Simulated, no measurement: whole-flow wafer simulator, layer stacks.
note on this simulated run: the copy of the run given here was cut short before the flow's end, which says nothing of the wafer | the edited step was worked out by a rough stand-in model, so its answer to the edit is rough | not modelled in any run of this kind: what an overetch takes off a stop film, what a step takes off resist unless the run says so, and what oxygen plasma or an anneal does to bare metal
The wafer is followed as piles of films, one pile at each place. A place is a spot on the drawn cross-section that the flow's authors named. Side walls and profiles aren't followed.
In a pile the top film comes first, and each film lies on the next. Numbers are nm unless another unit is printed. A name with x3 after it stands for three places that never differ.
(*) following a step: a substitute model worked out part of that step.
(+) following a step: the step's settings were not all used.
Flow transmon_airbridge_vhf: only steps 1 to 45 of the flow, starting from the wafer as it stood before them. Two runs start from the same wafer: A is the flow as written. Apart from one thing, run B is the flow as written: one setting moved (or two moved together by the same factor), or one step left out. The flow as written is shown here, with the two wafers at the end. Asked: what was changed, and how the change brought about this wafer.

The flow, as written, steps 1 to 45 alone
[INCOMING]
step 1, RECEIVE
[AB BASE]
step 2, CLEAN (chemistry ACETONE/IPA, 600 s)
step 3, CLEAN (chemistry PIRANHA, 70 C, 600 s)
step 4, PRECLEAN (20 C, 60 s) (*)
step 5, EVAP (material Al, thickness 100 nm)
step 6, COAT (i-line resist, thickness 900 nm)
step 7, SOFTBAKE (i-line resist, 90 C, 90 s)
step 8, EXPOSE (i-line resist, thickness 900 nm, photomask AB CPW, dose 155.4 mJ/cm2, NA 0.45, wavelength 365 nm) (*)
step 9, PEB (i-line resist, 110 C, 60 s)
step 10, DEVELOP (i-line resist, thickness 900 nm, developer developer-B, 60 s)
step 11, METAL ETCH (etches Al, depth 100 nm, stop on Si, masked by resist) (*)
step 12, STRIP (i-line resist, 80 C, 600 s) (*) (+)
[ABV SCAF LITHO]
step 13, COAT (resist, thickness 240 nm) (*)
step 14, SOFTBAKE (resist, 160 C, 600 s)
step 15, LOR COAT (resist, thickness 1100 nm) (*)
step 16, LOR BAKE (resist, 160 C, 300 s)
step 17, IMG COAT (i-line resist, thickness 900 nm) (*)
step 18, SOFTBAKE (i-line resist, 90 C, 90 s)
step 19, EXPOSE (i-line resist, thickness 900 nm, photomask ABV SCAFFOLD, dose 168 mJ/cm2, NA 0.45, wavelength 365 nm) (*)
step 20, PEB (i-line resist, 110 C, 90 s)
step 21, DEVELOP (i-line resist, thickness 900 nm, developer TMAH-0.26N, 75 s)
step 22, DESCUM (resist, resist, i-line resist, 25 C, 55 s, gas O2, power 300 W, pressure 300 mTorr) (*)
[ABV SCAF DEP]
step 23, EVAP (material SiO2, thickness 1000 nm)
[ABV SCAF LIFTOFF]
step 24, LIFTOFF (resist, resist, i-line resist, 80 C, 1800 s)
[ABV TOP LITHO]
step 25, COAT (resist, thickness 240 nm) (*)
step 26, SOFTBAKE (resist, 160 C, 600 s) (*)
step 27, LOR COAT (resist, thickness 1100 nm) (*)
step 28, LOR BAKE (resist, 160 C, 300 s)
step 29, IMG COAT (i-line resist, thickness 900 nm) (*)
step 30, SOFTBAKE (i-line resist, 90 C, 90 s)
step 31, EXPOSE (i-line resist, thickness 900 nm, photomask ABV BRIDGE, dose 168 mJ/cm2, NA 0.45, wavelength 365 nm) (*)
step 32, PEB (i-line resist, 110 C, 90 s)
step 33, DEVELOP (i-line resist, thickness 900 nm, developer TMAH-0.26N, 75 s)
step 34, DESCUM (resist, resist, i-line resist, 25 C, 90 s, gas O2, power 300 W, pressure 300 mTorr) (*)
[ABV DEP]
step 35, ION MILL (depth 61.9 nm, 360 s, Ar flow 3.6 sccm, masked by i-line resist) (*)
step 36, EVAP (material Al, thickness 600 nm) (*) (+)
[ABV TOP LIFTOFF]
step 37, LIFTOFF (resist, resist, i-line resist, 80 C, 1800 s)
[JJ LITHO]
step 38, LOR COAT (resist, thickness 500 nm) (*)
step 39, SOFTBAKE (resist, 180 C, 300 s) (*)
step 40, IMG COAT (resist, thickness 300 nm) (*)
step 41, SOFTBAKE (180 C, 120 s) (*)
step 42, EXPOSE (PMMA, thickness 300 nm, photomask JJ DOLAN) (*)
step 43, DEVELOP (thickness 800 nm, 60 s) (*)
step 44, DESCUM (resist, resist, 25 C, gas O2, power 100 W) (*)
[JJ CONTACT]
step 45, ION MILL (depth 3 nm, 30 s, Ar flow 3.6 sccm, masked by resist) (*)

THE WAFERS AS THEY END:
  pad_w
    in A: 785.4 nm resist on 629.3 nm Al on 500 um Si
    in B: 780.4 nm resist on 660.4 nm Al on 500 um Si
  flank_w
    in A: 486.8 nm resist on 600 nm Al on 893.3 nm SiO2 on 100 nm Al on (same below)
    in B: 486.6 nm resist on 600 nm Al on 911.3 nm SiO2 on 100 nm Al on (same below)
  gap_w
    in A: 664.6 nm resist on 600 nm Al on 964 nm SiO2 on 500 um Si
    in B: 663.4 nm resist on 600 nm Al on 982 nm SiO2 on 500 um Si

What caused this: step 35, ION MILL: 180 s was run, though the flow has 360 s.

The path from the change to this, step by step:
  step 35, ION MILL (depth 61.9 nm, 360 s, Ar flow 3.6 sccm, masked by i-line resist) (*)
      field x3, jj_line, ground_far, trace_open_s x2, margin_s, margin_n: A i-line resist loses 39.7 | B i-line resist loses 19.9
      flank_w, gap_w, cpw_trace, gap_e, flank_e, bridge_strip: A SiO2 loses 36 | B SiO2 loses 18
      (also at 2 further places)
  step 37, LIFTOFF (resist, resist, i-line resist, 80 C, 1800 s)
      field x3, jj_line, trace_open_s x2: A Al loses 600 (all of it), i-line resist loses 600 (all of it), resist loses 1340 (all of it) | B Al loses 600 (all of it), i-line resist loses 619.8 (all of it), resist loses 1340 (all of it)
      margin_s, margin_n: A Al loses 600 (all of it), i-line resist loses 318.3 (all of it), resist loses 992 (all of it) | B Al loses 600 (all of it), i-line resist loses 338.1 (all of it), resist loses 992 (all of it)
      (also at 1 further place)
